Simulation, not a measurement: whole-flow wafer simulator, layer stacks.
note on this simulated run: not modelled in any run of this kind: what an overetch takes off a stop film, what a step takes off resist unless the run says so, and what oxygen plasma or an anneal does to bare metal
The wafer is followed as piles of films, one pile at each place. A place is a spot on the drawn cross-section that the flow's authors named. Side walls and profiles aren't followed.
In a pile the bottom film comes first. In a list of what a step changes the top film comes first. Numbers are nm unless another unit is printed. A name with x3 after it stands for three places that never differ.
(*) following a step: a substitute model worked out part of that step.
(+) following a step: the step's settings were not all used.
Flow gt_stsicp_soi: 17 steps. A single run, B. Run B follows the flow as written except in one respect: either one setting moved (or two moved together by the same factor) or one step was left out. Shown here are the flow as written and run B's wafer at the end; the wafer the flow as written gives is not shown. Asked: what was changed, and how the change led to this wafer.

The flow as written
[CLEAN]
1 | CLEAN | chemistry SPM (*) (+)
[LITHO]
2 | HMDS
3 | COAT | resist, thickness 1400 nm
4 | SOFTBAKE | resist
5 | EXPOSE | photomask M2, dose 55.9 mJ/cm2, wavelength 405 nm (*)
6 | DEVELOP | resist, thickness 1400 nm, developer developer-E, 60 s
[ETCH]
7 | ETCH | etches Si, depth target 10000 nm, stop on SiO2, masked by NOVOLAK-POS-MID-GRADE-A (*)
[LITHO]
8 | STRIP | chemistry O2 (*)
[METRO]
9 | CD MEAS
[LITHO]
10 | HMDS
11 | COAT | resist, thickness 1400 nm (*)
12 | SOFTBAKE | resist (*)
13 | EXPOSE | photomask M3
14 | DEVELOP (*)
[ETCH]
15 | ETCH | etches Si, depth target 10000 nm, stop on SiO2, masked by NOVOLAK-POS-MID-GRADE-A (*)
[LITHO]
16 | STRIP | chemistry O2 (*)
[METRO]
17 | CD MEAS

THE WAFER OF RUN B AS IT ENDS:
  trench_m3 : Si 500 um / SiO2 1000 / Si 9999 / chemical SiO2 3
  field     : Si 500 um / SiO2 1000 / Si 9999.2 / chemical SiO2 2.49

What caused this: step 15, ETCH: etches Si, depth target 10000 nm, stop on SiO2, masked by NOVOLAK-POS-MID-GRADE-A (*), was skipped.

Step by step, how the change led to this:
  16 | STRIP | chemistry O2 (*)
      trench_m3: +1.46 chemical SiO2, -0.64 Si (as written it would have been: nothing)
      field: -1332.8 resist (all of it), +0.95 chemical SiO2, -0.42 Si (as written it would have been: -1207.8 resist (all of it), +0.94 chemical SiO2, -0.41 Si)
